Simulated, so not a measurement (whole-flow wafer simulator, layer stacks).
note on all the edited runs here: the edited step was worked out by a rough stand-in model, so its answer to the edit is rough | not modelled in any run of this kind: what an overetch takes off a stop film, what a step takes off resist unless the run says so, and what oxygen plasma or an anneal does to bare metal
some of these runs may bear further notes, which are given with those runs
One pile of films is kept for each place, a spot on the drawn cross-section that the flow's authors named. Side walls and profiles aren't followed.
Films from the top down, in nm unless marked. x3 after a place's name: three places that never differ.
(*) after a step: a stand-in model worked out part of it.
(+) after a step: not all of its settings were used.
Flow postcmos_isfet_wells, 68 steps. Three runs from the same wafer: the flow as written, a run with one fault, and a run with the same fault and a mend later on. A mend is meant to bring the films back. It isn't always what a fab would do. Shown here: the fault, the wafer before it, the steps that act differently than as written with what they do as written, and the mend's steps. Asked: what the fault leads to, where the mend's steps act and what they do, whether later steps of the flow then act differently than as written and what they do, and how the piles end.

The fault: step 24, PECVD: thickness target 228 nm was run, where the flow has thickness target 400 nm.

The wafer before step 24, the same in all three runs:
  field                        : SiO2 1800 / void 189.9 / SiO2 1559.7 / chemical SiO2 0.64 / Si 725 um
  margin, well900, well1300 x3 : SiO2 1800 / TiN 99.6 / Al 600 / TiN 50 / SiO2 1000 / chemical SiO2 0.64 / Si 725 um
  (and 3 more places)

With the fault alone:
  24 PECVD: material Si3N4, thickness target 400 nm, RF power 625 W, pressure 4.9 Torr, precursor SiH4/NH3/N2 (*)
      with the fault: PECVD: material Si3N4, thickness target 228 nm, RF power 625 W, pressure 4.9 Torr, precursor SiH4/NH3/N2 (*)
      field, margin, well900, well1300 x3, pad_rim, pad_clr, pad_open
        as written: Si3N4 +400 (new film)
        with the fault: Si3N4 +228 (new film)
  Later steps of the flow that act differently than as written (2 more steps differ only slightly, by at most 2% or 0.5 nm, whichever is larger, and aren't shown):
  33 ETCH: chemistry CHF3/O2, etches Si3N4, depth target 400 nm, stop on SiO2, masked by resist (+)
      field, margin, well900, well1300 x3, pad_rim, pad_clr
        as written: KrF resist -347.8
        with the fault: KrF resist -297.4
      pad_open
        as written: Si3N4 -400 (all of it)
        with the fault: Si3N4 -228 (all of it)
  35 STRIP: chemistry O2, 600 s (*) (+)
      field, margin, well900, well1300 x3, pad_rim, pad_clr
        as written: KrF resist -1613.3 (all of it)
        with the fault: KrF resist -1663.8 (all of it)
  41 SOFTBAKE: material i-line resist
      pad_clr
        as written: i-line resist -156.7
        with the fault: i-line resist -139.6
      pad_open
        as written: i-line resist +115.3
        with the fault: i-line resist +107.7
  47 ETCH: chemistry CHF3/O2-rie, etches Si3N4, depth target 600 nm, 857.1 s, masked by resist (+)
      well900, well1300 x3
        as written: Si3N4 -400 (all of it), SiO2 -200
        with the fault: Si3N4 -228 (all of it), SiO2 -372
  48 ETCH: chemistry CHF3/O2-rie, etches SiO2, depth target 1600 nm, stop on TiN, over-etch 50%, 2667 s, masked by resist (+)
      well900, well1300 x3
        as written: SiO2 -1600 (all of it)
        with the fault: SiO2 -1428 (all of it)
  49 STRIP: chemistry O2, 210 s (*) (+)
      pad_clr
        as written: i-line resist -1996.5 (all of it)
        with the fault: i-line resist -2067.3 (all of it)
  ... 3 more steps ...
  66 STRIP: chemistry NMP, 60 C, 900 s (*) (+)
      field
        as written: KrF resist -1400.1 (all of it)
        with the fault: KrF resist -1481.7 (all of it)
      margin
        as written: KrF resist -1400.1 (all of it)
        with the fault: KrF resist -1481.6 (all of it)
  At the end the piles differ from the flow's by more than 2% or 0.5 nm, whichever is larger, at field, margin, pad_rim, pad_clr.
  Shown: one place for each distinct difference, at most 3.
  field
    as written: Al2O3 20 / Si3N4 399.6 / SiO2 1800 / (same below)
    with the fault: Al2O3 20 / Si3N4 227.6 / SiO2 1800 / (same below)
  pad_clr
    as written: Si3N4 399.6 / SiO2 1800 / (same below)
    with the fault: Si3N4 227.6 / SiO2 1800 / (same below)

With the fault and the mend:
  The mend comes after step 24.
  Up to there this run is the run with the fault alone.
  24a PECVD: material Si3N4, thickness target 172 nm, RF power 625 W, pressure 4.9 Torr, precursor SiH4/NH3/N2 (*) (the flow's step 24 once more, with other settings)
      field, margin, well900, well1300 x3, pad_rim, pad_clr, pad_open
        Si3N4 +172
  No later step of the flow acts differently than as written at any place that is followed.
  At the end the piles are the same as the flow's at every place that both follow.
